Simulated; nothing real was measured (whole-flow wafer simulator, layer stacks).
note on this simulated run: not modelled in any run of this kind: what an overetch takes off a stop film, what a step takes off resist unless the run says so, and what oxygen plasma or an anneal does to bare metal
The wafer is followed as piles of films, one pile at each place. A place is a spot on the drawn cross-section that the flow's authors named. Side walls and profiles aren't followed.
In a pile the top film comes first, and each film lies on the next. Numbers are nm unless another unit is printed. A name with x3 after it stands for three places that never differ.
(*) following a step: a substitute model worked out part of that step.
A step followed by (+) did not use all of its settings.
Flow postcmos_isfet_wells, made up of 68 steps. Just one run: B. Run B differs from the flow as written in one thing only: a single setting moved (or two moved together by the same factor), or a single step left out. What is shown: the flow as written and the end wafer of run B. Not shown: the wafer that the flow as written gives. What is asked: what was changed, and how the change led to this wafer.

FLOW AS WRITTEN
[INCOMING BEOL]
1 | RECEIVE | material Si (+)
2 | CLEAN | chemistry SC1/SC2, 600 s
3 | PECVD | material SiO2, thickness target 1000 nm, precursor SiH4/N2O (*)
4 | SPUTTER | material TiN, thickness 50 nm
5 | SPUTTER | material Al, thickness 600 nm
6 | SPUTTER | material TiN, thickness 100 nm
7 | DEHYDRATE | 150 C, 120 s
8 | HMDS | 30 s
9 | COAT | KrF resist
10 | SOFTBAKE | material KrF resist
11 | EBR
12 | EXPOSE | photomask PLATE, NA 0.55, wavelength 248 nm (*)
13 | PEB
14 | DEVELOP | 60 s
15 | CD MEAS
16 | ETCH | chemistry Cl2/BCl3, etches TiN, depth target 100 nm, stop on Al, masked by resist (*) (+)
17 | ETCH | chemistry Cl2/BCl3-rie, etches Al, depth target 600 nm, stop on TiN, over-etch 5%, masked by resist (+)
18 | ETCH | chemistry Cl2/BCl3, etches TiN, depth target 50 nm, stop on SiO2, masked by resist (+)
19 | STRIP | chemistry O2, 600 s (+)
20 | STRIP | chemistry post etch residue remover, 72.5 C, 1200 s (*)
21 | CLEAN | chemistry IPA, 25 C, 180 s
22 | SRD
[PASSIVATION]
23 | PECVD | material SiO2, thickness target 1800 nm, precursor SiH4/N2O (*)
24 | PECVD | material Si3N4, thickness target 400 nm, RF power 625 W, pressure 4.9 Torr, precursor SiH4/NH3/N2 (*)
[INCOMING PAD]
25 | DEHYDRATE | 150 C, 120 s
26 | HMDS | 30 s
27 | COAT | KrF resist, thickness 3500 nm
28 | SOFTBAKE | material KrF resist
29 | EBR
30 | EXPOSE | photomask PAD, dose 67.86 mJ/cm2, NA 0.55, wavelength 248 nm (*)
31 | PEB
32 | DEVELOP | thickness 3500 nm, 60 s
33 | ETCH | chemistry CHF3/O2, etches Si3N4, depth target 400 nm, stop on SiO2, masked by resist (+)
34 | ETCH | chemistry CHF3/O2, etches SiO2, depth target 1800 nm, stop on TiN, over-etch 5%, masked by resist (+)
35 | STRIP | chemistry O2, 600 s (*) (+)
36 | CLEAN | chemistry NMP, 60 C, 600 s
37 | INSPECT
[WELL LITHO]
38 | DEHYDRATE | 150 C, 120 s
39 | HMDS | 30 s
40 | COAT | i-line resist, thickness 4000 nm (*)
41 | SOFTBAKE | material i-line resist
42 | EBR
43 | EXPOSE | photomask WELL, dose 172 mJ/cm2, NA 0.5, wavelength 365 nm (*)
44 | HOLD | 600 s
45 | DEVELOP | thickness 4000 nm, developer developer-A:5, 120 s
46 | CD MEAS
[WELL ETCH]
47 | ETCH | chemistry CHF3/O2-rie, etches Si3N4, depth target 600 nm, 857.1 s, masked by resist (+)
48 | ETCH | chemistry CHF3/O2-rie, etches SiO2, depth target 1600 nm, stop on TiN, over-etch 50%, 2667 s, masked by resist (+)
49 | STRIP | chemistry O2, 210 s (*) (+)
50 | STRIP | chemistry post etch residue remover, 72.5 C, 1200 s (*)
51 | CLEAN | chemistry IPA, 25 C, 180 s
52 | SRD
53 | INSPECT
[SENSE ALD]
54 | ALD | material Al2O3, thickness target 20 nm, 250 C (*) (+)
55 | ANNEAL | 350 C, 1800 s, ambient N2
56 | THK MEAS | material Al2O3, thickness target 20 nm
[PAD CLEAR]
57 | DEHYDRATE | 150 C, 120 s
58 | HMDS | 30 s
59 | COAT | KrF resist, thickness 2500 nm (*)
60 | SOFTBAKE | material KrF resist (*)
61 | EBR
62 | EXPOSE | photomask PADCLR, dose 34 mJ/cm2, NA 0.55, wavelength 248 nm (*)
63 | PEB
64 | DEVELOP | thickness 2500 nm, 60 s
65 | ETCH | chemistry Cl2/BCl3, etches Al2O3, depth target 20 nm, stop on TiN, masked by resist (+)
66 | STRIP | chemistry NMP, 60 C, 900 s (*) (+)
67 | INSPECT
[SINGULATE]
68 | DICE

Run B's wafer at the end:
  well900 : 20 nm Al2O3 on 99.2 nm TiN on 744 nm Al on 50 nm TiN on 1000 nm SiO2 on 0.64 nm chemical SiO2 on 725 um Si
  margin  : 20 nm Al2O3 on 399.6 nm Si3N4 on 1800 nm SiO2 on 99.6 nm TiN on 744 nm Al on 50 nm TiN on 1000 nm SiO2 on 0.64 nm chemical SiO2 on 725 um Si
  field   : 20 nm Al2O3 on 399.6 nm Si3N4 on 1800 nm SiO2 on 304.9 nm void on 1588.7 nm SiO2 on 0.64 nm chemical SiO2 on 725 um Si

What caused this: step 5, SPUTTER: thickness 744 nm was run, though the flow has thickness 600 nm; step 17, ETCH: depth target 744 nm was run, where the flow has depth target 600 nm.
The wafer itself shows it: well900 has Al 744, and step 5 as written asks for 600 nm.

The path from the change to this, step by step:
  5 | SPUTTER | material Al, thickness 600 nm
      field, margin, well900 and 6 more: Al gains 744 (new film) (as written it would have been: Al gains 600 (new film))
  17 | ETCH | chemistry Cl2/BCl3-rie, etches Al, depth target 600 nm, stop on TiN, over-etch 5%, masked by resist (+)
      margin, well900, well1300, well2000, well3000, pad_rim, pad_clr, pad_open: KrF resist loses 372 (as written it would have been: KrF resist loses 300)
      field: Al loses 744 (all of it) (as written it would have been: Al loses 600 (all of it))
  19 | STRIP | chemistry O2, 600 s (+)
      margin, well900, well1300, well2000, well3000, pad_rim, pad_clr, pad_open: KrF resist loses 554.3 (all of it) (as written it would have been: KrF resist loses 626.3 (all of it))
  23 | PECVD | material SiO2, thickness target 1800 nm, precursor SiH4/N2O (*)
      field: SiO2 gains 1800 (new film), void gains 304.9 (new film), SiO2 gains 588.7 (as written it would have been: SiO2 gains 1800 (new film), void gains 189.9 (new film), SiO2 gains 559.7)
